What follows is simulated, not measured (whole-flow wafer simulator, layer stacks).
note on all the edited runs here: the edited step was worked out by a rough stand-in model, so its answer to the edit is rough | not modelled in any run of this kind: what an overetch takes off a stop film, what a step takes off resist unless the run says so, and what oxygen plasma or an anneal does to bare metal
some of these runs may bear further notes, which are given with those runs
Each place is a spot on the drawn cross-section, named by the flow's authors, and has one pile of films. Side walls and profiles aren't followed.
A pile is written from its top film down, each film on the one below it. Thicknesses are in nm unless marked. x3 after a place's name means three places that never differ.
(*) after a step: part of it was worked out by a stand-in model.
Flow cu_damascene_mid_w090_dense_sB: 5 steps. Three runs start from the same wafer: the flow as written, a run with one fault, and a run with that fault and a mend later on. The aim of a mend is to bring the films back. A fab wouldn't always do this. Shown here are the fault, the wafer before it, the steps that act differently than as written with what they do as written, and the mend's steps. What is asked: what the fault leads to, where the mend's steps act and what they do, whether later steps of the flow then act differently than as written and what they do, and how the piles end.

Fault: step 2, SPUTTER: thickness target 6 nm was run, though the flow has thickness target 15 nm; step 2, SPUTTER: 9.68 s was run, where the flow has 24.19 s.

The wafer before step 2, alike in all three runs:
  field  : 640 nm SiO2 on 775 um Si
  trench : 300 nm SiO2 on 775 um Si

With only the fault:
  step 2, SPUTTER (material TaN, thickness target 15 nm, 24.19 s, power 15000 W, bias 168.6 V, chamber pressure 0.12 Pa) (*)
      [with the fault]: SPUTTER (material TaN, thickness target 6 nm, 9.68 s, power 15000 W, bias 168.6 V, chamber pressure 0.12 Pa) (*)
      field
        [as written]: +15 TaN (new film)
        [with the fault]: +6 TaN (new film)
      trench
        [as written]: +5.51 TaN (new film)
        [with the fault]: +2.21 TaN (new film)
  Later steps of the flow acting differently than as written (2 other steps are not shown; they differ only slightly, by no more than 2% or 0.5 nm, whichever is larger):
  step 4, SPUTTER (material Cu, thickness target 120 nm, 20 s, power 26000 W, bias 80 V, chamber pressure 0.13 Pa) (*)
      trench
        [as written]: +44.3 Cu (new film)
        [with the fault]: +45.8 Cu (new film)
  At field, trench, the piles at the end differ from the flow's by more than 2% or 0.5 nm, whichever is larger.
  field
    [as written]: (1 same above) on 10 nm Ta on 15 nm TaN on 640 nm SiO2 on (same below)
    [with the fault]: (1 same above) on 10 nm Ta on 6 nm TaN on 640 nm SiO2 on (same below)
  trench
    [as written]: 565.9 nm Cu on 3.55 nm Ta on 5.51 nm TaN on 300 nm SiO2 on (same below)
    [with the fault]: 560.1 nm Cu on 3.68 nm Ta on 2.21 nm TaN on 300 nm SiO2 on (same below)

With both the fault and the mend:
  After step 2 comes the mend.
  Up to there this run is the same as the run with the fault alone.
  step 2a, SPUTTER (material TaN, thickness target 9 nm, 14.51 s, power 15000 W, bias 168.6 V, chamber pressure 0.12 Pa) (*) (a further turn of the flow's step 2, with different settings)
      field
        +9 TaN
      trench
        +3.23 TaN
  Later steps of the flow that are run all act as written at every place that is followed, up to a difference of at most 2% or 0.5 nm, whichever is larger.
  At the end the piles are close to the flow's at the places that both follow, differing by at most 2% or 0.5 nm, whichever is larger.
